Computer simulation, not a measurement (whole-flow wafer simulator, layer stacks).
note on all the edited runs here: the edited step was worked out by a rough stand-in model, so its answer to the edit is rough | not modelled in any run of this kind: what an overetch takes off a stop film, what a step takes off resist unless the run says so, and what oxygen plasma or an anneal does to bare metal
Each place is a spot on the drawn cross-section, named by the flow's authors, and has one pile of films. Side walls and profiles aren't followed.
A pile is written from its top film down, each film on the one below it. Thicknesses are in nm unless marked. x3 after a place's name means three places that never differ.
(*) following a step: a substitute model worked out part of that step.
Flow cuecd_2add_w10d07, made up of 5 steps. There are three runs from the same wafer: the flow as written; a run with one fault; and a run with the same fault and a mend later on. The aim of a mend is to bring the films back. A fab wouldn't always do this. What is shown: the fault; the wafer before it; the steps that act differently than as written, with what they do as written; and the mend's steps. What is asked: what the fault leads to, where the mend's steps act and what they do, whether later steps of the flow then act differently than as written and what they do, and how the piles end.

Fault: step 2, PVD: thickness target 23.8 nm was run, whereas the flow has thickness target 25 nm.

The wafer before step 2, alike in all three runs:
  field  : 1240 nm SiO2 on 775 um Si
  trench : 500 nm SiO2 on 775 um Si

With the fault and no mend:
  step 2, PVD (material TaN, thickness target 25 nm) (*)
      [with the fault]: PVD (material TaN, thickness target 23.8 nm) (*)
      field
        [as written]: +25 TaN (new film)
        [with the fault]: +23.8 TaN (new film)
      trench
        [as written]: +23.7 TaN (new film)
        [with the fault]: +22.5 TaN (new film)
  None of the later steps of the flow acts differently than as written at any place that is followed.
  The piles end different from the flow's at field, trench by more than 2% or 0.5 nm, whichever is larger.
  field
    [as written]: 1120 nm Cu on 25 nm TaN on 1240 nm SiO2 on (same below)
    [with the fault]: 1120 nm Cu on 23.8 nm TaN on 1240 nm SiO2 on (same below)
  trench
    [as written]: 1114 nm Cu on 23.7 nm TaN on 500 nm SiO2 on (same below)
    [with the fault]: 1114 nm Cu on 22.5 nm TaN on 500 nm SiO2 on (same below)

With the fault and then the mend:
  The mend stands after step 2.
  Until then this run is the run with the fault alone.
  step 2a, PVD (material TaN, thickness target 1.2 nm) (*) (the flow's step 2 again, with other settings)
      field
        +1.2 TaN
      trench
        +1.14 TaN
  None of the later steps of the flow acts differently than as written at any place that is followed.
  By the end, the piles equal the flow's at every place that both follow.
